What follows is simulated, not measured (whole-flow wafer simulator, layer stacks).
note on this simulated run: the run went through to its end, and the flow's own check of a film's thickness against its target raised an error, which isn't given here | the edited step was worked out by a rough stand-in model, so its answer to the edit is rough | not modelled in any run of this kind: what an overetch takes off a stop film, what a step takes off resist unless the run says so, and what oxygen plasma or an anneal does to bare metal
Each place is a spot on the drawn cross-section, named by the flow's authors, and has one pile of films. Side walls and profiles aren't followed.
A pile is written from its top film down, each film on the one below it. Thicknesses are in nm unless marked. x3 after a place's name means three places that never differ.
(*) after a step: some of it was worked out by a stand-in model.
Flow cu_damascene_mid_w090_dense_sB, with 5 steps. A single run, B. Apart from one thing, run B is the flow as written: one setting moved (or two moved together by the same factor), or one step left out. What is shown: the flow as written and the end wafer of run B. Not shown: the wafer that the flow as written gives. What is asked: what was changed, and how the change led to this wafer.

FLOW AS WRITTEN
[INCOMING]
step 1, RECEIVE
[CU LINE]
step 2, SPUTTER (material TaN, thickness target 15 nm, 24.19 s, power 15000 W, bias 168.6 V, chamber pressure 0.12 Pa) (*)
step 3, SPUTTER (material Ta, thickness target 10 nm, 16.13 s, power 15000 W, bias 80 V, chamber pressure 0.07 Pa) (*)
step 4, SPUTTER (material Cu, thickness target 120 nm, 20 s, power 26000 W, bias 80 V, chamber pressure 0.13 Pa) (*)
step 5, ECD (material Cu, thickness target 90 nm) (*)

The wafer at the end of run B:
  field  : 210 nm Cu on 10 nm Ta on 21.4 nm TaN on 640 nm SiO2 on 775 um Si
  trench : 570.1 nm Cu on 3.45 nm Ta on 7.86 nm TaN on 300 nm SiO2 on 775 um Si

What caused this: step 2, SPUTTER: thickness target 21.4 nm was run, though the flow has thickness target 15 nm; step 2, SPUTTER: 34.47 s was run, where the flow has 24.19 s.
One can read it off the wafer: field has TaN 21.4, and step 2 as written asks for 15 nm.

The path from the change to this, step by step:
  step 2, SPUTTER (material TaN, thickness target 15 nm, 24.19 s, power 15000 W, bias 168.6 V, chamber pressure 0.12 Pa) (*)
      field: +21.4 TaN (new film) (as written it would have been: +15 TaN (new film))
      trench: +7.86 TaN (new film) (as written it would have been: +5.51 TaN (new film))
  step 4, SPUTTER (material Cu, thickness target 120 nm, 20 s, power 26000 W, bias 80 V, chamber pressure 0.13 Pa) (*)
      trench: +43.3 Cu (new film) (as written it would have been: +44.3 Cu (new film))
